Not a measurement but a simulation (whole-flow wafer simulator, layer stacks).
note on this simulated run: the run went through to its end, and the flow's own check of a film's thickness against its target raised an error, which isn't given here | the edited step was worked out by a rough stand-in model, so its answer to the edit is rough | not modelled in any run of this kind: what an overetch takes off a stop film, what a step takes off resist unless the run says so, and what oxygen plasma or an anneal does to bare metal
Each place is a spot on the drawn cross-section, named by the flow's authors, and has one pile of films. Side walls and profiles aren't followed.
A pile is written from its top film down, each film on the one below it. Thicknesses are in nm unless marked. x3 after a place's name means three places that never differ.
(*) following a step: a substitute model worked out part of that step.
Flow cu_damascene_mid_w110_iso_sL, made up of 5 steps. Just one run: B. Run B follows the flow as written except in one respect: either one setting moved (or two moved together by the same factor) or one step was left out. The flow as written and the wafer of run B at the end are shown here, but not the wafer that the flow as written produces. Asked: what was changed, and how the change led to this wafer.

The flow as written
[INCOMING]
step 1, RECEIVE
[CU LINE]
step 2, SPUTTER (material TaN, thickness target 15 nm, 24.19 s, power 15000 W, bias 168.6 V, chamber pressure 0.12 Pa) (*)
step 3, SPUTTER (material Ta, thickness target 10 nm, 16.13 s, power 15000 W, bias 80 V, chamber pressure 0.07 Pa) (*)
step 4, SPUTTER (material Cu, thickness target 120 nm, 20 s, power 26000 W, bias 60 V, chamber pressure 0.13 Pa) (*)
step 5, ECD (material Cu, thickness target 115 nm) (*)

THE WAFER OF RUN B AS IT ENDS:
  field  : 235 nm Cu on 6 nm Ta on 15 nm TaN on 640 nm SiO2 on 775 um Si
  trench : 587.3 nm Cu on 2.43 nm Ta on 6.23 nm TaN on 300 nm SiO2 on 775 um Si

What caused this: step 3, SPUTTER: thickness target 6 nm was run, though the flow has thickness target 10 nm.
One can read it off the wafer: field has Ta 6, and step 3 as written asks for 10 nm.

The path from the change to this, step by step:
  step 3, SPUTTER (material Ta, thickness target 10 nm, 16.13 s, power 15000 W, bias 80 V, chamber pressure 0.07 Pa) (*)
      field: Ta gains 6 (new film) (it would be, as written: Ta gains 10 (new film))
      trench: Ta gains 2.43 (new film) (it would be, as written: Ta gains 4.05 (new film))
